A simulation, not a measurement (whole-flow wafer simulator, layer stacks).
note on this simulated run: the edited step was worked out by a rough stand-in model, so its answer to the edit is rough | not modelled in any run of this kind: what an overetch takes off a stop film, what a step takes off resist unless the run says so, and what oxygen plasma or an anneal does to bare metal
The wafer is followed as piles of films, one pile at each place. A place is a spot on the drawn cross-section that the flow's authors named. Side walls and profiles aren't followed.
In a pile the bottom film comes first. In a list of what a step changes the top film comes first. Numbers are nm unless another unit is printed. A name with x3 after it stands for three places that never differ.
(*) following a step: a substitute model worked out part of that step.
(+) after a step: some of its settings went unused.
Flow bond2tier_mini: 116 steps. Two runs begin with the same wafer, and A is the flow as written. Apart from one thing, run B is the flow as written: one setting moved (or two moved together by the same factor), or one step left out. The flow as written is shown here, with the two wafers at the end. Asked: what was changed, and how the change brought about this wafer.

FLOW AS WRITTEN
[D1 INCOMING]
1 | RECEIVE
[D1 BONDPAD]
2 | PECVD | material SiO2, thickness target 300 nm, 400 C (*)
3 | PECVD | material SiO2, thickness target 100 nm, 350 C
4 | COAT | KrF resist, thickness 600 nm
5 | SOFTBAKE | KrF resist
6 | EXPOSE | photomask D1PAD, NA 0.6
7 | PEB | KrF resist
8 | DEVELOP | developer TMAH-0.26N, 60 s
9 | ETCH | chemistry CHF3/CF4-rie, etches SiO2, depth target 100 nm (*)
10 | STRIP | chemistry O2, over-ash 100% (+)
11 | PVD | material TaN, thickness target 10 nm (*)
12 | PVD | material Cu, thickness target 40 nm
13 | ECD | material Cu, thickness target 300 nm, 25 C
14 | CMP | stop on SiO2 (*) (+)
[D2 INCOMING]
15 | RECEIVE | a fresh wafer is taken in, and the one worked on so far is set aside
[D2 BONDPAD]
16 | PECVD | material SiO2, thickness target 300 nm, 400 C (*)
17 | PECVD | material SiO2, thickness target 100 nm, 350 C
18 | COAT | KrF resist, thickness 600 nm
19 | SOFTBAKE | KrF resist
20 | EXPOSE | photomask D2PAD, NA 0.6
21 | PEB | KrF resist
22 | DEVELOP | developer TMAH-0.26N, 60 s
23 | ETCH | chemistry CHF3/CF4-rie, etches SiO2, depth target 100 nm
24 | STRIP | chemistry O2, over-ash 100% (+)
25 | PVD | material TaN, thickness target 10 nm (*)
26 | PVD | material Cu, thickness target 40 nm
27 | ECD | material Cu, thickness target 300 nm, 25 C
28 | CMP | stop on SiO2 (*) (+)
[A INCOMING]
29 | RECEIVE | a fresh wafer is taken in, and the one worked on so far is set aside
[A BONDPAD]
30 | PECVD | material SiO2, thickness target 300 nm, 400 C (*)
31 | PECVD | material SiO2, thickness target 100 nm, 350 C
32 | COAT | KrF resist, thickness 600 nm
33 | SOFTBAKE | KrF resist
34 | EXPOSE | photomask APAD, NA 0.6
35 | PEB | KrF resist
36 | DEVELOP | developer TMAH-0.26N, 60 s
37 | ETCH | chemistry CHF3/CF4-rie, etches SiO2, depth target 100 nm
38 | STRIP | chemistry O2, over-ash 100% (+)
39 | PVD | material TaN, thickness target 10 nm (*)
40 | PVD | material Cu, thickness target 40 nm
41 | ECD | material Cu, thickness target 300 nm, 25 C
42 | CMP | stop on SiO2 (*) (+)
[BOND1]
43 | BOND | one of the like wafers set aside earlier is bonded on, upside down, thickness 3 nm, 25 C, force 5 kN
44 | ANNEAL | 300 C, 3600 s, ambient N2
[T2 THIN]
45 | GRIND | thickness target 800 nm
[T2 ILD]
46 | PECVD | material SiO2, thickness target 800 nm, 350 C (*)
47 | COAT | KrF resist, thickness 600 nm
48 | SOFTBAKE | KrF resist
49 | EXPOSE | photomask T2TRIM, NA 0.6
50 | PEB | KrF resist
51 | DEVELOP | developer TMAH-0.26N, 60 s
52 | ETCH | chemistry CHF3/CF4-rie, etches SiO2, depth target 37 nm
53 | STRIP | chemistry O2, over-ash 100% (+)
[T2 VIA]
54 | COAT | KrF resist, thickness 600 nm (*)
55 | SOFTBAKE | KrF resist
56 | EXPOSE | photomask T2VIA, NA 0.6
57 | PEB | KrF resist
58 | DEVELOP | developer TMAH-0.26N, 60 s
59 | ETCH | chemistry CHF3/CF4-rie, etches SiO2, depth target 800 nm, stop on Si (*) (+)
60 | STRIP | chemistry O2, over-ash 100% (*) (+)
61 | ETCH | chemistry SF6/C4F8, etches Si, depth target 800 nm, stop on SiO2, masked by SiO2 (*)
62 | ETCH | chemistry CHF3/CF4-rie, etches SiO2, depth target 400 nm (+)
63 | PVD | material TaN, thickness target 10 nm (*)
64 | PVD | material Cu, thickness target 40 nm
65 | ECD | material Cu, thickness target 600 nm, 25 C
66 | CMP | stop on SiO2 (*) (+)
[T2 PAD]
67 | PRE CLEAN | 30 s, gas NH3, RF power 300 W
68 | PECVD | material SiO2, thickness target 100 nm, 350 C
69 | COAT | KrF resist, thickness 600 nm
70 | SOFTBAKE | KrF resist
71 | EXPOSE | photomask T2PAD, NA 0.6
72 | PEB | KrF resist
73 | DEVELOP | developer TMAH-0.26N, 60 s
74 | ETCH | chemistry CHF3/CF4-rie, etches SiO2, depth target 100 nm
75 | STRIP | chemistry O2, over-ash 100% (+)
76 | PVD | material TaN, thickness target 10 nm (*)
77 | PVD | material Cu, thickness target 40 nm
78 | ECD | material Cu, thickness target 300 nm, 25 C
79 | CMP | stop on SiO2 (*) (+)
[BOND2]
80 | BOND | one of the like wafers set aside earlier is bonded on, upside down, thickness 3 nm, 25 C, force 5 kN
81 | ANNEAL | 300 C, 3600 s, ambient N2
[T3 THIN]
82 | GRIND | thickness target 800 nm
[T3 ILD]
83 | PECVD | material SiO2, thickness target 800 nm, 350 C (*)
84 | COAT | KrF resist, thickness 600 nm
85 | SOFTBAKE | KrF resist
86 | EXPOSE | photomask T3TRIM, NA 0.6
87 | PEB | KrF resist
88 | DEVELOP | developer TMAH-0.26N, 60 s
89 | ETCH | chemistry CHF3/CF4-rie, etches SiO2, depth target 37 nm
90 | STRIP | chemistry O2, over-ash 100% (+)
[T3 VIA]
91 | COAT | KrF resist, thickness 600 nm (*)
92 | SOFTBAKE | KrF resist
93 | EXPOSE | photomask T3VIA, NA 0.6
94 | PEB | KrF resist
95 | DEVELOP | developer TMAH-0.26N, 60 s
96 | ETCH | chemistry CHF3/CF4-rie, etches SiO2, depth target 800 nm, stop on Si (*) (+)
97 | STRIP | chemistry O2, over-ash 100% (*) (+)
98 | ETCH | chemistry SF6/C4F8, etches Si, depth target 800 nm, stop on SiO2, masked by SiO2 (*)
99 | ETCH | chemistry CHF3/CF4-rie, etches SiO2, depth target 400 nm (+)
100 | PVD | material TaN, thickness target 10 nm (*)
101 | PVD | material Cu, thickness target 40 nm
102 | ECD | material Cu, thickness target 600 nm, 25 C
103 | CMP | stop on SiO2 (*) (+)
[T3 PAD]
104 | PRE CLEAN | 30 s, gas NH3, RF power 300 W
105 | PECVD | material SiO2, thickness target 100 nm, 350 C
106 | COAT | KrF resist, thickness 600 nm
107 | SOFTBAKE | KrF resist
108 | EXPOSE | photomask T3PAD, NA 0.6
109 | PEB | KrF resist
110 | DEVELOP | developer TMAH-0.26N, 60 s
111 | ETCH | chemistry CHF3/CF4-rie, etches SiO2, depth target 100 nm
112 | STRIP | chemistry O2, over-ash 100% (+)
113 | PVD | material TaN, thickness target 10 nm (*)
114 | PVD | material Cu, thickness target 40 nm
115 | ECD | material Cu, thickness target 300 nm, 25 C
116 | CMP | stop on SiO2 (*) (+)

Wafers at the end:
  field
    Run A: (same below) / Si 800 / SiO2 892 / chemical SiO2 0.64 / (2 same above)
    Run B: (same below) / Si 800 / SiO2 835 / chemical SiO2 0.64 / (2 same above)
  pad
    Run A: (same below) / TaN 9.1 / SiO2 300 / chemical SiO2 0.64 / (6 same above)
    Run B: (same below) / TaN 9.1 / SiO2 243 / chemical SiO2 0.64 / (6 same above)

Cause: step 16, PECVD: thickness target 243 nm was run, while the flow as written has thickness target 300 nm.
The wafer lets one read it off: pad has SiO2 243, and step 16 as written asks for 300 nm.

Step by step, how the change led to this:
  16 | PECVD | material SiO2, thickness target 300 nm, 400 C (*)
      field, pad, via: A SiO2 gains 300 (new film) | B SiO2 gains 243 (new film)
  80 | BOND | one of the like wafers set aside earlier is bonded on, upside down, thickness 3 nm, 25 C, force 5 kN
      field: A Si gains 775 um (new film), chemical SiO2 gains 0.64 (new film), SiO2 gains 400 | B Si gains 775 um (new film), chemical SiO2 gains 0.64 (new film), SiO2 gains 343
      pad: A Si gains 775 um (new film), chemical SiO2 gains 0.64 (new film), SiO2 gains 300 (new film), TaN gains 9.1 (new film), Cu gains 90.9 | B Si gains 775 um (new film), chemical SiO2 gains 0.64 (new film), SiO2 gains 243 (new film), TaN gains 9.1 (new film), Cu gains 90.9
